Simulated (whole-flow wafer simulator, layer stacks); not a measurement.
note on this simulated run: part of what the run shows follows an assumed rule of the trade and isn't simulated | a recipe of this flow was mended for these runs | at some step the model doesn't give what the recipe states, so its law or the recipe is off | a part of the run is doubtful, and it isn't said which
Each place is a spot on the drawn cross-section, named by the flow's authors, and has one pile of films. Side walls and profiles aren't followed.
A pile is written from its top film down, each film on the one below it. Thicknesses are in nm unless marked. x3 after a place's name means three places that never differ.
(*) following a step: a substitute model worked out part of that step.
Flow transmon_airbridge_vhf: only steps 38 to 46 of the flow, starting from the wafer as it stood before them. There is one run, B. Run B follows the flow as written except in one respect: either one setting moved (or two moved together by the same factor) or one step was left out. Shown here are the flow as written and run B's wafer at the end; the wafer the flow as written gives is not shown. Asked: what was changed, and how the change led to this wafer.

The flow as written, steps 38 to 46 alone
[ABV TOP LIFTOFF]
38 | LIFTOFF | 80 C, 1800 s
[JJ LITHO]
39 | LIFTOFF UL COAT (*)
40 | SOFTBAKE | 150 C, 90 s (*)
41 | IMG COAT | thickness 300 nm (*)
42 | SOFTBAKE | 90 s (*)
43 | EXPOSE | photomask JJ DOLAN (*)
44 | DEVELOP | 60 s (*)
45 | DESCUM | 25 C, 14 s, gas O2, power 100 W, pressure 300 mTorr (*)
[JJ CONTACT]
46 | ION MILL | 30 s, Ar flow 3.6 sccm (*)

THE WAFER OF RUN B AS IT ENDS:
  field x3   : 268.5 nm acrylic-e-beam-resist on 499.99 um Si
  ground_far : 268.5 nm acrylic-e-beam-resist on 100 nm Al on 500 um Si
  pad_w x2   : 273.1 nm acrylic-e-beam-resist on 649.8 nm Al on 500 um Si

What caused this: step 39, LIFTOFF UL COAT (*), was not run.

How this came from the change, step by step:
  41 | IMG COAT | thickness 300 nm (*)
      flank_w x2: acrylic-e-beam-resist gains 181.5 (new film) (as written it would have been: acrylic-e-beam-resist gains 217.1 (new film))
      bridge_strip: acrylic-e-beam-resist gains 187.2 (new film) (as written it would have been: acrylic-e-beam-resist gains 196.8 (new film))
  44 | DEVELOP | 60 s (*)
      jj_line: acrylic-e-beam-resist loses 300 (all of it) (as written it would have been: acrylic-e-beam-resist loses 300 (all of it), copolymer-underlayer loses 500 (all of it))
  45 | DESCUM | 25 C, 14 s, gas O2, power 100 W, pressure 300 mTorr (*)
      jj_line: chemical SiO2 gains 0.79 (new film), Si loses 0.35 (as written it would have been: nothing)
  46 | ION MILL | 30 s, Ar flow 3.6 sccm (*)
      jj_line: chemical SiO2 loses 0.79 (all of it), Si loses 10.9 (as written it would have been: Si loses 11.6)
